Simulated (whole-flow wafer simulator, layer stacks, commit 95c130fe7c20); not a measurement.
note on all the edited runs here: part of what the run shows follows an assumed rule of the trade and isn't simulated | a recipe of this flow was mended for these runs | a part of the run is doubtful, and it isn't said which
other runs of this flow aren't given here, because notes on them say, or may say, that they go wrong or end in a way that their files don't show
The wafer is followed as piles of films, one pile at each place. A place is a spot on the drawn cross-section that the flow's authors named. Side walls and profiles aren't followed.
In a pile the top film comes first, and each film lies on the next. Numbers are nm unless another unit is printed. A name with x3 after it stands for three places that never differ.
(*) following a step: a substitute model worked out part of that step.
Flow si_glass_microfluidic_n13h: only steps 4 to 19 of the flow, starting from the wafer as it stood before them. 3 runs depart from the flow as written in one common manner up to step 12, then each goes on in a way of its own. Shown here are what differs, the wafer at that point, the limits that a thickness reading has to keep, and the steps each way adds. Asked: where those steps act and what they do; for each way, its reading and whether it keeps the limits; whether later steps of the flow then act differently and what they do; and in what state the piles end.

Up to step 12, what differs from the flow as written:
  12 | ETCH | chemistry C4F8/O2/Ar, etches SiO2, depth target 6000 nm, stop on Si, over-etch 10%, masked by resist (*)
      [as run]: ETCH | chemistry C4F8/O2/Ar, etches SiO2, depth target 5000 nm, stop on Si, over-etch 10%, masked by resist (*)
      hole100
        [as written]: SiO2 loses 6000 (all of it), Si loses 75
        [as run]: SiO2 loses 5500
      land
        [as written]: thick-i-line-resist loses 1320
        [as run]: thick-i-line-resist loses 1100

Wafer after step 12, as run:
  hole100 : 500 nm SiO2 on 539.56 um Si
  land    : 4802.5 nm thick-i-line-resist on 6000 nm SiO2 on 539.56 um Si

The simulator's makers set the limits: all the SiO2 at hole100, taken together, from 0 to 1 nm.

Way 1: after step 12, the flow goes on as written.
  The reading taken after step 12 is 500 nm, which is outside the limits.
  Steps further on in the flow that do not act as written (not shown: 1 more step that differs only slightly, by at most 2% or 0.5 nm, whichever is larger):
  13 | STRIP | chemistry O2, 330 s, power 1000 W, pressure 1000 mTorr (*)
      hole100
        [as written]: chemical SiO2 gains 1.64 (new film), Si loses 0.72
        [this way]: nothing
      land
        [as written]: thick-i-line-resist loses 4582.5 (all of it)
        [this way]: thick-i-line-resist loses 4802.5 (all of it)
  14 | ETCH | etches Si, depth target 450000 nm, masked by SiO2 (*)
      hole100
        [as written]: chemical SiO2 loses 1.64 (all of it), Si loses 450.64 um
        [this way]: SiO2 loses 500 (all of it), Si loses 375.64 um
  At hole100, the piles at the end differ from the flow's by more than 2% or 0.5 nm, whichever is larger.
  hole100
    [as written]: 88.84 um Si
    [this way]: 163.91 um Si

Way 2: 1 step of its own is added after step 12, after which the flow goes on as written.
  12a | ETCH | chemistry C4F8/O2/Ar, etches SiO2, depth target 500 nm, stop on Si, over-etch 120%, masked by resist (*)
      land
        thick-i-line-resist loses 220
      hole100
        SiO2 loses 500 (all of it), Si loses 75
  The reading taken after step 12a is 0 nm, which is within the limits.
  Later steps of the flow that are run all act as written at every place that is followed.
  At every place that both follow, the piles at the end match the flow's.

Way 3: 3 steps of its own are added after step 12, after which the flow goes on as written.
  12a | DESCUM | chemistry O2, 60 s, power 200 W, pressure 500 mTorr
      land
        thick-i-line-resist loses 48
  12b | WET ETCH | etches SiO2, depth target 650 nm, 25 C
      hole100
        SiO2 loses 500 (all of it)
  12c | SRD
      does not change any film at any place that is followed
  The reading taken after step 12c is 0 nm, which is within the limits.
  Steps further on in the flow that do not act as written (not shown: 2 more steps that differ only slightly, by at most 2% or 0.5 nm, whichever is larger):
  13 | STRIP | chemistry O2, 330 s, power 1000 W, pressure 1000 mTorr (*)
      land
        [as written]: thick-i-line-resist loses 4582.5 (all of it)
        [this way]: thick-i-line-resist loses 4754.5 (all of it)
  At the end the piles are close to the flow's at the places that both follow, differing by at most 2% or 0.5 nm, whichever is larger.

Inside the limits: way 2, way 3. Outside the limits: way 1.
